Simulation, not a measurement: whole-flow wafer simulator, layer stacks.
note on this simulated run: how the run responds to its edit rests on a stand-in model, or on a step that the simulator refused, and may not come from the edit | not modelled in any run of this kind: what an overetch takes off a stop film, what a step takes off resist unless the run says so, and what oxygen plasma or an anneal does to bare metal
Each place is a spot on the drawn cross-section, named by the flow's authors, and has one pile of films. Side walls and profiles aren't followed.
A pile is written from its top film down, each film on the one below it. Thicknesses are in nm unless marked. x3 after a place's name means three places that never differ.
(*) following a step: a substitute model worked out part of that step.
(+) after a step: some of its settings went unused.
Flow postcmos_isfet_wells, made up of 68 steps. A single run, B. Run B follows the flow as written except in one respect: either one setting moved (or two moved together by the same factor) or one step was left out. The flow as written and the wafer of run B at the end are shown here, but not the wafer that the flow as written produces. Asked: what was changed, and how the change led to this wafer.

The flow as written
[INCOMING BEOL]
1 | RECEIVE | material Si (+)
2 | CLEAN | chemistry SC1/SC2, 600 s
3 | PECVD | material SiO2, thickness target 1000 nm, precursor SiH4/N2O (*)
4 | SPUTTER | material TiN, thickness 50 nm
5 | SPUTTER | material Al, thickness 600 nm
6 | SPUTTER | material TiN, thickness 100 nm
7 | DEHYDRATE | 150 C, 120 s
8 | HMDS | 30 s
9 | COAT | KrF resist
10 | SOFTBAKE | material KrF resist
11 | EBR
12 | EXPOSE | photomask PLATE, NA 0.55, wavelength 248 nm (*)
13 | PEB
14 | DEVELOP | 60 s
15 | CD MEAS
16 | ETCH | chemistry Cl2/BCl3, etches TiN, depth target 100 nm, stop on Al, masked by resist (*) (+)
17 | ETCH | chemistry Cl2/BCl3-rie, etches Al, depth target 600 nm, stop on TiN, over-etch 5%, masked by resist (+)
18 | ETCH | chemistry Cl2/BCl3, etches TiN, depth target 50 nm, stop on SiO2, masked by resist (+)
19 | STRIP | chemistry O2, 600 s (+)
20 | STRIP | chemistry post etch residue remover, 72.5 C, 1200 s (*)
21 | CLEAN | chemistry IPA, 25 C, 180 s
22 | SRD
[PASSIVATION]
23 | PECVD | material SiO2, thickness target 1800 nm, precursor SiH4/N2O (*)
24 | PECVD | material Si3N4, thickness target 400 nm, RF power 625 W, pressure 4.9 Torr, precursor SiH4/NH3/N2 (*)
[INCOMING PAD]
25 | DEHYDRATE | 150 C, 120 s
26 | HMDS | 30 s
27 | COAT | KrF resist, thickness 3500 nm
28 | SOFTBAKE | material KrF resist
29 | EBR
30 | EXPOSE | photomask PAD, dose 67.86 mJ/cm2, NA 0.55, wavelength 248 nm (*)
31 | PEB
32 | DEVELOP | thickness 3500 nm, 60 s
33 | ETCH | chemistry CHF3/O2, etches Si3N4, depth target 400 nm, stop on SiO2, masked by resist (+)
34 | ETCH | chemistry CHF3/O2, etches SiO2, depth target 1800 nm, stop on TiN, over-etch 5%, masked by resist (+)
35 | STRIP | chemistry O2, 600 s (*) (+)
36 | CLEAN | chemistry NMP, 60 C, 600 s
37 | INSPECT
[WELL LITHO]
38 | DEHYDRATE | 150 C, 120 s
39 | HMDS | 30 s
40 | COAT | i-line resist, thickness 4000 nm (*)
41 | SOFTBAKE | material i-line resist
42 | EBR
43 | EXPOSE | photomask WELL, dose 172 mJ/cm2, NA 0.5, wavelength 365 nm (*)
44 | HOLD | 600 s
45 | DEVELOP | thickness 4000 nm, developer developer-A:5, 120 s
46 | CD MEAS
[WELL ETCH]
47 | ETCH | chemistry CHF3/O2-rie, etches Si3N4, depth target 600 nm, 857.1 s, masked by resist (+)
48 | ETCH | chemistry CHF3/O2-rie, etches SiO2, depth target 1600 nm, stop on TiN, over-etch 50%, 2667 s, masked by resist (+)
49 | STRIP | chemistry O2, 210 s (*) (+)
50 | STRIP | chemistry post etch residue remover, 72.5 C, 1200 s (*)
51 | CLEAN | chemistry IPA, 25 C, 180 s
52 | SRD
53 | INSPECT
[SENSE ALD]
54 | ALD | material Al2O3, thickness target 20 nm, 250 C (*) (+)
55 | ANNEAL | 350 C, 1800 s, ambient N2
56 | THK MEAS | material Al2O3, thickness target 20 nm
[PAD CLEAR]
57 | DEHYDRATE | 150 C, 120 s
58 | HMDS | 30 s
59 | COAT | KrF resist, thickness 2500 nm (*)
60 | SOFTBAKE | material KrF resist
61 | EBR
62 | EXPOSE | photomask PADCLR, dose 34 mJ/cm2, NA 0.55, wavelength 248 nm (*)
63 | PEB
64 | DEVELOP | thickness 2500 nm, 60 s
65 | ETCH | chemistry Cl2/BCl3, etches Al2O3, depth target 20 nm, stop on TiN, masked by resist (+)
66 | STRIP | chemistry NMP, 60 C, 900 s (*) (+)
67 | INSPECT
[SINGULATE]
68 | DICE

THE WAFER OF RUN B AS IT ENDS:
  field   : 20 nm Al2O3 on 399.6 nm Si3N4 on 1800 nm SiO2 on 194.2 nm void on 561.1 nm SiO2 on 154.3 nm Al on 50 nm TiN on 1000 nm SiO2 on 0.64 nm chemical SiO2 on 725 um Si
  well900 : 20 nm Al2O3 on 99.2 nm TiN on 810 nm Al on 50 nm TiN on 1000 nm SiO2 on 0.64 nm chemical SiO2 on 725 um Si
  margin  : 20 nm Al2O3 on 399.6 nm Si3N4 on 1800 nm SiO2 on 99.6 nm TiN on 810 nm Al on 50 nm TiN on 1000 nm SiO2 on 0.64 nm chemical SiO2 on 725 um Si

What caused this: step 5, SPUTTER: thickness 810 nm was run, whereas the flow has thickness 600 nm.
One can read it off the wafer: well900 has Al 810, and step 5 as written asks for 600 nm.

The path from the change to this, step by step:
  5 | SPUTTER | material Al, thickness 600 nm
      field, margin, well900, well1300 x3, pad_rim, pad_clr, pad_open: +810 Al (new film) (in the flow as written it would be: +600 Al (new film))
  17 | ETCH | chemistry Cl2/BCl3-rie, etches Al, depth target 600 nm, stop on TiN, over-etch 5%, masked by resist (+)
      field: -600 Al (in the flow as written it would be: -600 Al (all of it))
  18 | ETCH | chemistry Cl2/BCl3, etches TiN, depth target 50 nm, stop on SiO2, masked by resist (+)
      field: -50 Al (in the flow as written it would be: -50 TiN (all of it))
  20 | STRIP | chemistry post etch residue remover, 72.5 C, 1200 s (*)
      field: -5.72 Al (in the flow as written it would be: nothing)
  23 | PECVD | material SiO2, thickness target 1800 nm, precursor SiH4/N2O (*)
      field: +1800 SiO2 (new film), +194.2 void (new film), +561.1 SiO2 (new film) (in the flow as written it would be: +1800 SiO2 (new film), +189.9 void (new film), +559.7 SiO2)
Taking metal films that touch as one body, field has 1 body; the flow as written gives 0 bodies.
